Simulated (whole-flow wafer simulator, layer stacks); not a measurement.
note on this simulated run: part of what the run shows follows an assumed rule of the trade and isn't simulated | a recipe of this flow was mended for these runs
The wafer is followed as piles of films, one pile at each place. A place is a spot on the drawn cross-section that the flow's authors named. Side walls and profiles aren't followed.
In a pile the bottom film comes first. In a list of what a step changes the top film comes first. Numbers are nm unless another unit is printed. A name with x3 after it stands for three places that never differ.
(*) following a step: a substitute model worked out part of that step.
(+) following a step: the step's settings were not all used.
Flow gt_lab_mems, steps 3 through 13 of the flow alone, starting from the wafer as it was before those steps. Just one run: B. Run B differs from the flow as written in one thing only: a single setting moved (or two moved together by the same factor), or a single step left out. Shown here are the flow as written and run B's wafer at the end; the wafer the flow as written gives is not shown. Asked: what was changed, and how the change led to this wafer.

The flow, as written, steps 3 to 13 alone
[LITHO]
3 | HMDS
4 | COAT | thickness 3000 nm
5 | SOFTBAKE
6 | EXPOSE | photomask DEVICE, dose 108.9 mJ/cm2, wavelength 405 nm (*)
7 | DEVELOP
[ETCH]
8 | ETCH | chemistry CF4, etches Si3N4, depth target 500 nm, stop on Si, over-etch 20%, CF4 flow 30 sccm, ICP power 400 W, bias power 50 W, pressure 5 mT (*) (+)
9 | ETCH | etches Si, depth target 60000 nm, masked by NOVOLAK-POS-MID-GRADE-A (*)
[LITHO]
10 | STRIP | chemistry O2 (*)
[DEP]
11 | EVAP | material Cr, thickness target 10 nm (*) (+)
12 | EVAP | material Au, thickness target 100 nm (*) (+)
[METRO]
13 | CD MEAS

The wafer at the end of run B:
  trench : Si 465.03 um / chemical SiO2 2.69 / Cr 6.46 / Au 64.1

The reason: step 8, ETCH: depth target 440 nm was run, whereas the flow has depth target 500 nm.

Step by step, how the change led to this:
  8 | ETCH | chemistry CF4, etches Si3N4, depth target 500 nm, stop on Si, over-etch 20%, CF4 flow 30 sccm, ICP power 400 W, bias power 50 W, pressure 5 mT (*) (+)
      field: g/i-line-resist loses 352 (as written it would have been: g/i-line-resist loses 400)
      trench: Si3N4 loses 500 (all of it), chemical SiO2 loses 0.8 (all of it), Si loses 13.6 (as written it would have been: Si3N4 loses 500 (all of it), chemical SiO2 loses 0.8 (all of it), Si loses 49.6)
  10 | STRIP | chemistry O2 (*)
      field: g/i-line-resist loses 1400 (all of it) (as written it would have been: g/i-line-resist loses 1352 (all of it))
